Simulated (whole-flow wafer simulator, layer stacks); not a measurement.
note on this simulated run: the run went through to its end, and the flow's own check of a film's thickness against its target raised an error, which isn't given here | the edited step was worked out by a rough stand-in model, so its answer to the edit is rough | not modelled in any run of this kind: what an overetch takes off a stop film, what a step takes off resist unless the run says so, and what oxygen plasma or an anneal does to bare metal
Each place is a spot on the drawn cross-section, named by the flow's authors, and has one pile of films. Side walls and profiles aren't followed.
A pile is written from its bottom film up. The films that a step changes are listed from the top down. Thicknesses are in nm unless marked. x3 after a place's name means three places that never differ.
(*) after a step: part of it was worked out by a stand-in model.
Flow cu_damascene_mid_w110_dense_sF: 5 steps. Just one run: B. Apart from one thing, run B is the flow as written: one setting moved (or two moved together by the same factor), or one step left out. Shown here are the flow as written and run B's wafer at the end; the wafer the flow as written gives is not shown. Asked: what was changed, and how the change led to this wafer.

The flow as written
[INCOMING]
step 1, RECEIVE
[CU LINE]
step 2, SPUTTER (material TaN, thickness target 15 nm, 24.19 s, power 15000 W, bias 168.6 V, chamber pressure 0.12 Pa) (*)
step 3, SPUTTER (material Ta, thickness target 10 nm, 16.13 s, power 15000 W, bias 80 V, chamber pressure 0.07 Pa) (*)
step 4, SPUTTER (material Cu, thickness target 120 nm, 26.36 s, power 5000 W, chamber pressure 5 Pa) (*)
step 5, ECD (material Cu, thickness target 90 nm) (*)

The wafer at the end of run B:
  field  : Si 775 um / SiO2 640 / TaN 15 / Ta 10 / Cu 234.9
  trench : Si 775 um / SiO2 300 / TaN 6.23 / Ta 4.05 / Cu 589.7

What caused this: step 4, SPUTTER: 31.63 s was run, whereas the flow has 26.36 s.

How this came from the change, step by step:
  step 4, SPUTTER (material Cu, thickness target 120 nm, 26.36 s, power 5000 W, chamber pressure 5 Pa) (*)
      field: +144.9 Cu (new film) (as written it would have been: +120 Cu (new film))
      trench: +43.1 Cu (new film) (as written it would have been: +35.7 Cu (new film))
  step 5, ECD (material Cu, thickness target 90 nm) (*)
      trench: +546.6 Cu (as written it would have been: +529 Cu)
